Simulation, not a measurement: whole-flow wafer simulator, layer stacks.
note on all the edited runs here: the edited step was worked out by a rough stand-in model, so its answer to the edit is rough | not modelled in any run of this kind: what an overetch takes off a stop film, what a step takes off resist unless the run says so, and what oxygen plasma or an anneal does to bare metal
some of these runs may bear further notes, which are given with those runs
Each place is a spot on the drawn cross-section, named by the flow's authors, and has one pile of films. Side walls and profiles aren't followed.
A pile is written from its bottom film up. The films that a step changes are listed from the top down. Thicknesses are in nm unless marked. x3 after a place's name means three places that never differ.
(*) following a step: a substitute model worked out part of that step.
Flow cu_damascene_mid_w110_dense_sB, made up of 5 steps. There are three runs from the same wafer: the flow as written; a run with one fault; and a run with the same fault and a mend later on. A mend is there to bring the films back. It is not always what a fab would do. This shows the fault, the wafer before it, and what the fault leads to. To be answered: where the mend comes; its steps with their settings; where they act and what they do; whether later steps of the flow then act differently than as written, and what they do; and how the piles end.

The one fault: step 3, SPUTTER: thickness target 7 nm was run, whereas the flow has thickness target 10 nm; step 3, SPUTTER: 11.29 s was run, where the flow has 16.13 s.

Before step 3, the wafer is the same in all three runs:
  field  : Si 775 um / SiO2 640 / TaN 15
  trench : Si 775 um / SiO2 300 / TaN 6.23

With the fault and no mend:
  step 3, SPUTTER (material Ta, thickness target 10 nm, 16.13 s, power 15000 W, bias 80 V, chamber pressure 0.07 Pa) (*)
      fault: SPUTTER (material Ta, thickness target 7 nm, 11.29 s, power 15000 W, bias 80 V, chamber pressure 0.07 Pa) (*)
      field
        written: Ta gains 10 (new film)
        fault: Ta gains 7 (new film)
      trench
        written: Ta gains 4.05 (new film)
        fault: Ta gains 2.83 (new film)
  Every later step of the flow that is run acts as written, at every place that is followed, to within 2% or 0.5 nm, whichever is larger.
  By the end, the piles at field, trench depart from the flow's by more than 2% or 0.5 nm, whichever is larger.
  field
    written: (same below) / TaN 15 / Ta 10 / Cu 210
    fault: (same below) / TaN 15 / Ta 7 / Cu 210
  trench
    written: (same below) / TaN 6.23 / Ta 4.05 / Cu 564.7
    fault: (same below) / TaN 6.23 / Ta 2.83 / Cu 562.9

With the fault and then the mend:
  The mend follows step 3.
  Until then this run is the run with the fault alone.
  step 3a, SPUTTER (material Ta, thickness target 3 nm, 4.839 s, power 15000 W, bias 80 V, chamber pressure 0.07 Pa) (*) (a further turn of the flow's step 3, with different settings)
      field
        Ta gains 3
      trench
        Ta gains 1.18
  Every later step of the flow that is run acts as written at every place that is followed.
  When the end is reached, the piles differ only a little from the flow's at the places that both follow, at most by 2% or 0.5 nm, whichever is larger.
